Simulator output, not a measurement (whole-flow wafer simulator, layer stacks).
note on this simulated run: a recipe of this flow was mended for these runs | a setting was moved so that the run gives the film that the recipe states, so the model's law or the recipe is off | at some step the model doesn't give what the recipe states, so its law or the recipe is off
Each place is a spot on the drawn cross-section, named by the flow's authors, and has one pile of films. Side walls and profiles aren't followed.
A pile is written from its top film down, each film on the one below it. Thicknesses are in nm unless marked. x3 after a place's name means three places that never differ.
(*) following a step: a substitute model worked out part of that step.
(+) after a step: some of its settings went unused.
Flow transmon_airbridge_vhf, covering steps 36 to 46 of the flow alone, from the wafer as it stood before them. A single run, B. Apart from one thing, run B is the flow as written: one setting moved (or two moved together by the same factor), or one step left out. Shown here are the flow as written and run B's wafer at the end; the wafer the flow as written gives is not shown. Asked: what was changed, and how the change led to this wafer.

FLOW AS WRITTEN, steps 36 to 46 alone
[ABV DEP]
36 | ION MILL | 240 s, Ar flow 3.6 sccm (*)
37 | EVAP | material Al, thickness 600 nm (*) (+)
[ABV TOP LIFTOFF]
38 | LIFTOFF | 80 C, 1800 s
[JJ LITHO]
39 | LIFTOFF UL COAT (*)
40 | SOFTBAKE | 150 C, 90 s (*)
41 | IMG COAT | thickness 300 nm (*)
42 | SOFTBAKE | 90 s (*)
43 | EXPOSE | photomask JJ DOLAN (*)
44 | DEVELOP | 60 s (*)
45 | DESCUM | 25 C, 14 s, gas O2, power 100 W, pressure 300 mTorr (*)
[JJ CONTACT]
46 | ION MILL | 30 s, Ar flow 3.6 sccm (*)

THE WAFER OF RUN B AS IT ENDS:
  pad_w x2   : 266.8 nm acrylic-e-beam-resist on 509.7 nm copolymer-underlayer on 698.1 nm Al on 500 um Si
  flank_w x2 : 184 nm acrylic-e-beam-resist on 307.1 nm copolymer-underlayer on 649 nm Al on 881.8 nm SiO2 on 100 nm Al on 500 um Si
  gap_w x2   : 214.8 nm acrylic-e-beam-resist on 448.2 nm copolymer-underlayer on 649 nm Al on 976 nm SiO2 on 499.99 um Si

Cause: step 37, EVAP: thickness 649 nm was run, whereas the flow has thickness 600 nm.
The wafer lets one read it off: flank_w x2 has Al 649, and step 37 as written asks for 600 nm.

Step by step, how the change led to this:
  37 | EVAP | material Al, thickness 600 nm (*) (+)
      field x3, jj_line, ground_far and 10 more: Al gains 649 (new film) (it would be, as written: Al gains 600 (new film))
      pad_w x2: Al gains 639.4 (it would be, as written: Al gains 591.1)
  38 | LIFTOFF | 80 C, 1800 s
      field x3, jj_line, trace_open_s x2: Al loses 649 (all of it), i-line-resist loses 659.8 (all of it), lift-off-underlayer loses 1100 (all of it), acrylic-e-beam-resist loses 240 (all of it) (it would be, as written: Al loses 600 (all of it), i-line-resist loses 659.8 (all of it), lift-off-underlayer loses 1100 (all of it), acrylic-e-beam-resist loses 240 (all of it))
      margin_s, margin_n: Al loses 649 (all of it), i-line-resist loses 378.2 (all of it), lift-off-underlayer loses 823.4 (all of it), acrylic-e-beam-resist loses 168.6 (all of it) (it would be, as written: Al loses 600 (all of it), i-line-resist loses 378.2 (all of it), lift-off-underlayer loses 823.4 (all of it), acrylic-e-beam-resist loses 168.6 (all of it))
      (as well as at 1 more place)
